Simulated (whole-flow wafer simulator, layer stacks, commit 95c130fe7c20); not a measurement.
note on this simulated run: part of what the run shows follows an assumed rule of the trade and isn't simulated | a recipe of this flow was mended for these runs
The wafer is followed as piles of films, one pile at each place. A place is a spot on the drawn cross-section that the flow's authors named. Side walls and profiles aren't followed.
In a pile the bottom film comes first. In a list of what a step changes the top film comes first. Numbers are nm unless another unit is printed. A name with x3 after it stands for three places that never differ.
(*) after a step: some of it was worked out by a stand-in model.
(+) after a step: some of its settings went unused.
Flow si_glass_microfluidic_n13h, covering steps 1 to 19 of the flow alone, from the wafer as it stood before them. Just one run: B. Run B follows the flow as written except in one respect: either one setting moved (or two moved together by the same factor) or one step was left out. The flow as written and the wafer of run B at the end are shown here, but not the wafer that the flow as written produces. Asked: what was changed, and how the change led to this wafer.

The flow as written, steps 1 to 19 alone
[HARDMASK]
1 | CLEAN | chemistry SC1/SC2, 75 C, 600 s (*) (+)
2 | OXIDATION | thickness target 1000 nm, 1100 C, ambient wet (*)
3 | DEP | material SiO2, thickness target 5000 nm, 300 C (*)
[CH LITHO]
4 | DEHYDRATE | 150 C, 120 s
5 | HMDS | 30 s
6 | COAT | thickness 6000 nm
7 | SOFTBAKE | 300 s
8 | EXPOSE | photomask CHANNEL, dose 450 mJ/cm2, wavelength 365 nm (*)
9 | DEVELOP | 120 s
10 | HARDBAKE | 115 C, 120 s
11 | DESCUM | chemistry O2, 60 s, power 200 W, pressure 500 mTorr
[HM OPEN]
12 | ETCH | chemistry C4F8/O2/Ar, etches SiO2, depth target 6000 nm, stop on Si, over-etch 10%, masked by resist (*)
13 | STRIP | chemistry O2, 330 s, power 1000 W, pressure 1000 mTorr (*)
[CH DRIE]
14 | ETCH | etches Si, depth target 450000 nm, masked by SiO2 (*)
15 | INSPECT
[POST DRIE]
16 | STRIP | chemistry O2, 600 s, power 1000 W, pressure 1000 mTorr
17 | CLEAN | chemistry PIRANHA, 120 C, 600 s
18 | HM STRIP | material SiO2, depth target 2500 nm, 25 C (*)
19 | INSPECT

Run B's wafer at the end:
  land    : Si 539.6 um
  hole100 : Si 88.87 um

Cause: step 2, OXIDATION: thickness target 888 nm was run, while the flow as written has thickness target 1000 nm.

Step by step, how the change led to this:
  2 | OXIDATION | thickness target 1000 nm, 1100 C, ambient wet (*)
      land, hole100: +888 SiO2 (new film), -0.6 chemical SiO2 (all of it), -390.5 Si (as written it would have been: +1000 SiO2 (new film), -0.6 chemical SiO2 (all of it), -439.7 Si)
  12 | ETCH | chemistry C4F8/O2/Ar, etches SiO2, depth target 6000 nm, stop on Si, over-etch 10%, masked by resist (*)
      hole100: -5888 SiO2 (all of it), -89 Si (as written it would have been: -6000 SiO2 (all of it), -75 Si)
  18 | HM STRIP | material SiO2, depth target 2500 nm, 25 C (*)
      land: -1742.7 SiO2 (all of it) (as written it would have been: -1854.4 SiO2 (all of it))
